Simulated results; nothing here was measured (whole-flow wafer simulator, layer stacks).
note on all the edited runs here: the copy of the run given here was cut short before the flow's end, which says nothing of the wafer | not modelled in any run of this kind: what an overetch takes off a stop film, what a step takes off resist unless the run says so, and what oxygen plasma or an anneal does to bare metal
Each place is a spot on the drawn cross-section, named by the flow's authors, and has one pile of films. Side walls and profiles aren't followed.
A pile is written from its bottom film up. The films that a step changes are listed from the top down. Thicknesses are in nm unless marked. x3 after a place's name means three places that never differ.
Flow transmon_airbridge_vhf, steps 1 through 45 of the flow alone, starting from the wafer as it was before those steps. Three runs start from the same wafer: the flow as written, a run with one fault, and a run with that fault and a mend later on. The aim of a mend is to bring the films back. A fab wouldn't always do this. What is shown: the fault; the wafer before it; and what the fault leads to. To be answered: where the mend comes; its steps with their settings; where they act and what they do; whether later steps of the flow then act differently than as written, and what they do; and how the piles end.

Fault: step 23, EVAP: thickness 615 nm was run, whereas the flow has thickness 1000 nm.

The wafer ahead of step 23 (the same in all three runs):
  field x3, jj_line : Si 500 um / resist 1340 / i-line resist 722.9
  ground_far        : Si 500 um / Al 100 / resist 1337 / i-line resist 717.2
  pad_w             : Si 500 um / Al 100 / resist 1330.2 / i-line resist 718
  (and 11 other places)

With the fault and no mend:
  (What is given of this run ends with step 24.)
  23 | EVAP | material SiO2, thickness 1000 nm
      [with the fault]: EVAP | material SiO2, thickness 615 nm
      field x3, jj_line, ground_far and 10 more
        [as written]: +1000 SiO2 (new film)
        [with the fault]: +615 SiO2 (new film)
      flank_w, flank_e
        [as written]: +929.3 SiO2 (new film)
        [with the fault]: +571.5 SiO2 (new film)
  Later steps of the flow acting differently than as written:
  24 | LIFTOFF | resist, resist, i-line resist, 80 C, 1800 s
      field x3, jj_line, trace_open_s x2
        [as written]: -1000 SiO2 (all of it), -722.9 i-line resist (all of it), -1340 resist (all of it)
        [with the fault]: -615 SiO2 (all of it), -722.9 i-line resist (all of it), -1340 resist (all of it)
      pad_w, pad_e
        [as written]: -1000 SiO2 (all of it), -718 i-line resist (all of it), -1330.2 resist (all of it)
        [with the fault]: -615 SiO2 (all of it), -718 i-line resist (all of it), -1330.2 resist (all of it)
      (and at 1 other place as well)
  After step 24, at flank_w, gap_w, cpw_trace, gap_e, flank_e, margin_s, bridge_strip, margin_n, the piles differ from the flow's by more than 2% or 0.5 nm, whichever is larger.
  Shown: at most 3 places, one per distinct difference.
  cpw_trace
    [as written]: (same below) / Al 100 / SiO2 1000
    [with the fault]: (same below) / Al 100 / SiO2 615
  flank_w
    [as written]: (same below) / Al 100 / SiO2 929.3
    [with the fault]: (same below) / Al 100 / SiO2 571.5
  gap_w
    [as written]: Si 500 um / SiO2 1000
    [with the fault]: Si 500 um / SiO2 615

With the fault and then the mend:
  The mend follows step 23.
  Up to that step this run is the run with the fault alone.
  23a | EVAP | material SiO2, thickness 385 nm (the flow's step 23 again, with other settings)
      field x3, jj_line, ground_far and 10 more
        +385 SiO2
      flank_w, flank_e
        +358.2 SiO2
  None of the later steps of the flow differs from how it acts as written, at any place that is followed, by more than 2% or 0.5 nm, whichever is larger.
  At the end the piles are close to the flow's at the places that both follow, differing by at most 2% or 0.5 nm, whichever is larger.
